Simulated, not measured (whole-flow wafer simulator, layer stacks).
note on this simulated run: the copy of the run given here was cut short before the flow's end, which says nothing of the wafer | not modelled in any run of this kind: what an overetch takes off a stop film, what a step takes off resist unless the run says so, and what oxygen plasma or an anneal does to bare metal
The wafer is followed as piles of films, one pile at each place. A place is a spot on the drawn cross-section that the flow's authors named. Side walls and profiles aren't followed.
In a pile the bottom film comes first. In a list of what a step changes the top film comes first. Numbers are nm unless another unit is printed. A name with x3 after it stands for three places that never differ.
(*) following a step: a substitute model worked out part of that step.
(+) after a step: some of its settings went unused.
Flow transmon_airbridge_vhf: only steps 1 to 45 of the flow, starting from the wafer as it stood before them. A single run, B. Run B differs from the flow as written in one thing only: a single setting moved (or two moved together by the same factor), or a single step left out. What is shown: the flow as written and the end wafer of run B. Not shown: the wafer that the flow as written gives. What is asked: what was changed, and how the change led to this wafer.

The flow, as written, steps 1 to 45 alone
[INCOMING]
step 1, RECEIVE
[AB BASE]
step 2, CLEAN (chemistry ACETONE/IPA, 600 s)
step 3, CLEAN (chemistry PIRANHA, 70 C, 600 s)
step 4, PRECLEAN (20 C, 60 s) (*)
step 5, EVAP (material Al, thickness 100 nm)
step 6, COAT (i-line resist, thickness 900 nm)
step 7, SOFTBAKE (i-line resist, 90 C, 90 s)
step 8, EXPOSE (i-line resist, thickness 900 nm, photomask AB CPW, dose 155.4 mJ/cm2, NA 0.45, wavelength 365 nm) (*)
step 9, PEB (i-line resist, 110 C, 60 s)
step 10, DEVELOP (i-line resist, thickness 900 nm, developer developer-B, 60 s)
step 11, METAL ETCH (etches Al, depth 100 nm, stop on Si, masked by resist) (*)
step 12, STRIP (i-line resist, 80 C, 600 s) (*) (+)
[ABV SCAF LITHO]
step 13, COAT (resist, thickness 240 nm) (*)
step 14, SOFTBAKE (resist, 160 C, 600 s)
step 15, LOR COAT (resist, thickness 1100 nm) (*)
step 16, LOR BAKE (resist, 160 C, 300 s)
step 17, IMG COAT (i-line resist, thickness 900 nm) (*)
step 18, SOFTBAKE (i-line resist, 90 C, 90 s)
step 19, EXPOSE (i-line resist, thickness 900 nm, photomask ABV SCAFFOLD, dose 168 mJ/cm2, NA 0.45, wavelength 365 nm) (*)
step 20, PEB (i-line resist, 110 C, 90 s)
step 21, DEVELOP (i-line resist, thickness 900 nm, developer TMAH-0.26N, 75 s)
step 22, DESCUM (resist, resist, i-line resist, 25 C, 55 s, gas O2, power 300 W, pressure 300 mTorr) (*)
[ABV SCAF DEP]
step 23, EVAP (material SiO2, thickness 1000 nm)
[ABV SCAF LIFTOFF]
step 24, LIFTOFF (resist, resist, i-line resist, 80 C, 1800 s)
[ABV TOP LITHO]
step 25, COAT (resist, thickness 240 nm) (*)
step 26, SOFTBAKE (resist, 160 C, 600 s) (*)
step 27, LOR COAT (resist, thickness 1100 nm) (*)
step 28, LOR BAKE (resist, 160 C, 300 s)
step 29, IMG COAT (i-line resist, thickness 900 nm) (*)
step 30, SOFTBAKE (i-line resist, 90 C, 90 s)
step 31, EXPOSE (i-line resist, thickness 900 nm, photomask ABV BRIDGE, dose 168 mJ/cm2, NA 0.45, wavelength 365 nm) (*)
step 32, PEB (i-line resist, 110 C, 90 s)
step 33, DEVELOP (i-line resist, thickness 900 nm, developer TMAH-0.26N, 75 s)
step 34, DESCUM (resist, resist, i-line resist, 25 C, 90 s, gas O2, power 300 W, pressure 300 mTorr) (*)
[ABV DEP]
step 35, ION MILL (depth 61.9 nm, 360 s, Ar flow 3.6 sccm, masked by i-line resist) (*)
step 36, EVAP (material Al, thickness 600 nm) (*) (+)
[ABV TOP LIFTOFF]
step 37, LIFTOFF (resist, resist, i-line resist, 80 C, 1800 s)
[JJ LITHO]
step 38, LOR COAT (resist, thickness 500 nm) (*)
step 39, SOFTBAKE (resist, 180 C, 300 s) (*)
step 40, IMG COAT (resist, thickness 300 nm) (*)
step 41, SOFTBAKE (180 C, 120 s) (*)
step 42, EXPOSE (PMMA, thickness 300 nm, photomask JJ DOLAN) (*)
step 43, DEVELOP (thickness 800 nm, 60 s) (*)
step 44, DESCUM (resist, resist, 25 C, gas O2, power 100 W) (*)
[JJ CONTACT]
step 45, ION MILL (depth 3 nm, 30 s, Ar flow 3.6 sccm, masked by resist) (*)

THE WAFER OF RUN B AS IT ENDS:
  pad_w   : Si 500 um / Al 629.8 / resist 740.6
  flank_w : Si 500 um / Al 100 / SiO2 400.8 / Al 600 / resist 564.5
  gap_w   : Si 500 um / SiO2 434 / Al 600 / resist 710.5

Cause: step 23, EVAP: thickness 470 nm was run, though the flow has thickness 1000 nm.

The path from the change to this, step by step:
  step 23, EVAP (material SiO2, thickness 1000 nm)
      field x3, jj_line, ground_far and 10 more: +470 SiO2 (new film) (in the flow as written it would be: +1000 SiO2 (new film))
      flank_w, flank_e: +436.8 SiO2 (new film) (in the flow as written it would be: +929.3 SiO2 (new film))
  step 24, LIFTOFF (resist, resist, i-line resist, 80 C, 1800 s)
      field x3, jj_line, trace_open_s x2: -470 SiO2 (all of it), -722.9 i-line resist (all of it), -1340 resist (all of it) (in the flow as written it would be: -1000 SiO2 (all of it), -722.9 i-line resist (all of it), -1340 resist (all of it))
      pad_w, pad_e: -470 SiO2 (all of it), -718 i-line resist (all of it), -1330.2 resist (all of it) (in the flow as written it would be: -1000 SiO2 (all of it), -718 i-line resist (all of it), -1330.2 resist (all of it))
      (as well as at 1 more place)
  step 25, COAT (resist, thickness 240 nm) (*)
      flank_w, flank_e: +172 resist (new film) (in the flow as written it would be: +152.6 resist (new film))
      gap_w, gap_e: +232.9 resist (new film) (in the flow as written it would be: +210.7 resist (new film))
      (as well as at 6 more places)
  step 27, LOR COAT (resist, thickness 1100 nm) (*)
      margin_s, margin_n: +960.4 resist (in the flow as written it would be: +823.4 resist)
      pad_w: +1163.6 resist (in the flow as written it would be: +1247.8 resist)
      (as well as at 7 more places)
  step 29, IMG COAT (i-line resist, thickness 900 nm) (*)
      gap_w, gap_e: +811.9 i-line resist (new film) (in the flow as written it would be: +681.7 i-line resist (new film))
      margin_s, margin_n: +769 i-line resist (new film) (in the flow as written it would be: +603.2 i-line resist (new film))
      (as well as at 7 more places)
  step 32, PEB (i-line resist, 110 C, 90 s)
      pad_w, pad_e: -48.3 i-line resist (in the flow as written it would be: -51 i-line resist)
      flank_w, flank_e: -43.4 i-line resist (in the flow as written it would be: -38.3 i-line resist)
      (as well as at 7 more places)
  step 33, DEVELOP (i-line resist, thickness 900 nm, developer TMAH-0.26N, 75 s)
      pad_w: -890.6 i-line resist (all of it), -1163.6 resist (in the flow as written it would be: -937.2 i-line resist (all of it), -1247.8 resist)
      flank_w: -802.4 i-line resist (all of it), -962.7 resist (in the flow as written it would be: -710.9 i-line resist (all of it), -822.6 resist)
      (as well as at 6 more places)
  step 34, DESCUM (resist, resist, i-line resist, 25 C, 90 s, gas O2, power 300 W, pressure 300 mTorr) (*)
      flank_w, flank_e: -172 resist (all of it) (in the flow as written it would be: -152.6 resist (all of it))
      gap_w, gap_e: -232.9 resist (all of it) (in the flow as written it would be: -210.7 resist (all of it))
      (as well as at 4 more places)
  step 37, LIFTOFF (resist, resist, i-line resist, 80 C, 1800 s)
      margin_s, margin_n: -600 Al (all of it), -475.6 i-line resist (all of it), -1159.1 resist (all of it) (in the flow as written it would be: -600 Al (all of it), -318.3 i-line resist (all of it), -992 resist (all of it))
      ground_far: -600 Al (all of it), -651.8 i-line resist (all of it), -1364.1 resist (all of it) (in the flow as written it would be: -600 Al (all of it), -717.9 i-line resist (all of it), -1384.9 resist (all of it))
  step 38, LOR COAT (resist, thickness 500 nm) (*)
      pad_w, pad_e: +486.4 resist (new film) (in the flow as written it would be: +517 resist (new film))
      flank_w, flank_e: +369 resist (new film) (in the flow as written it would be: +306.5 resist (new film))
      (as well as at 6 more places)
  step 40, IMG COAT (resist, thickness 300 nm) (*)
      pad_w, pad_e: +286 resist (in the flow as written it would be: +300.1 resist)
      flank_w, flank_e: +227.3 resist (in the flow as written it would be: +212.1 resist)
      (as well as at 6 more places)
